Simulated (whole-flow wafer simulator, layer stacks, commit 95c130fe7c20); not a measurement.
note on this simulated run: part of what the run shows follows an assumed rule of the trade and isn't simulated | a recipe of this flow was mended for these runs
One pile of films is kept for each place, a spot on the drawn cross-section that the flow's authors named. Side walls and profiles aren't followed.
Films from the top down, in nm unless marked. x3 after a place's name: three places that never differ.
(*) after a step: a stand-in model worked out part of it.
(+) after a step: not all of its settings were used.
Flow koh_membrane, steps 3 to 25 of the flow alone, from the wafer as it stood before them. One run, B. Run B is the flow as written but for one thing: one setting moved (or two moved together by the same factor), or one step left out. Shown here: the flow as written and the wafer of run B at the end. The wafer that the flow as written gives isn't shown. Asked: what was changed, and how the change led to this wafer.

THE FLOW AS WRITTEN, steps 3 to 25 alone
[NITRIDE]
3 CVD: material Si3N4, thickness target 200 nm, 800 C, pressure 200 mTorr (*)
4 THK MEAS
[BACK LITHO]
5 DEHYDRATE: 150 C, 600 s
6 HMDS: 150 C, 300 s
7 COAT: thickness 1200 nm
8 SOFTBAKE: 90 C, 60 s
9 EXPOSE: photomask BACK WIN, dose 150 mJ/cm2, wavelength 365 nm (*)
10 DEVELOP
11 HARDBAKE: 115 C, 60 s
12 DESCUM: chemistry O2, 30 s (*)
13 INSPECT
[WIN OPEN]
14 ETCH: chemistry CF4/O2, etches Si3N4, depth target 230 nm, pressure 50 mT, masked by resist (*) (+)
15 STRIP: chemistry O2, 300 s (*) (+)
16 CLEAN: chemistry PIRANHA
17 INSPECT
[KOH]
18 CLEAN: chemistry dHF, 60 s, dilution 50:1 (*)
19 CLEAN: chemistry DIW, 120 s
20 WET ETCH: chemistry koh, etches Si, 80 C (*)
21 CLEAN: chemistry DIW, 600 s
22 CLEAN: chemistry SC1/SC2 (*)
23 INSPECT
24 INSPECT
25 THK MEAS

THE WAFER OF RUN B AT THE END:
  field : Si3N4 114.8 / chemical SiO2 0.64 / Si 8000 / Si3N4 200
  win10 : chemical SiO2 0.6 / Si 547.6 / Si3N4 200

The cause: step 3, CVD: 765 C was run, where the flow has 800 C.

How the change led to this, step by step:
  3 CVD: material Si3N4, thickness target 200 nm, 800 C, pressure 200 mTorr (*)
      field, win20 x4, win10: Si3N4 +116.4 (new film) (as written it would be: Si3N4 +200 (new film))
  14 ETCH: chemistry CF4/O2, etches Si3N4, depth target 230 nm, pressure 50 mT, masked by resist (*) (+)
      win20 x4, win10: Si3N4 -116.4 (all of it), chemical SiO2 -0.64 (all of it), Si -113 (as written it would be: Si3N4 -200 (all of it), chemical SiO2 -0.64 (all of it), Si -29.4)
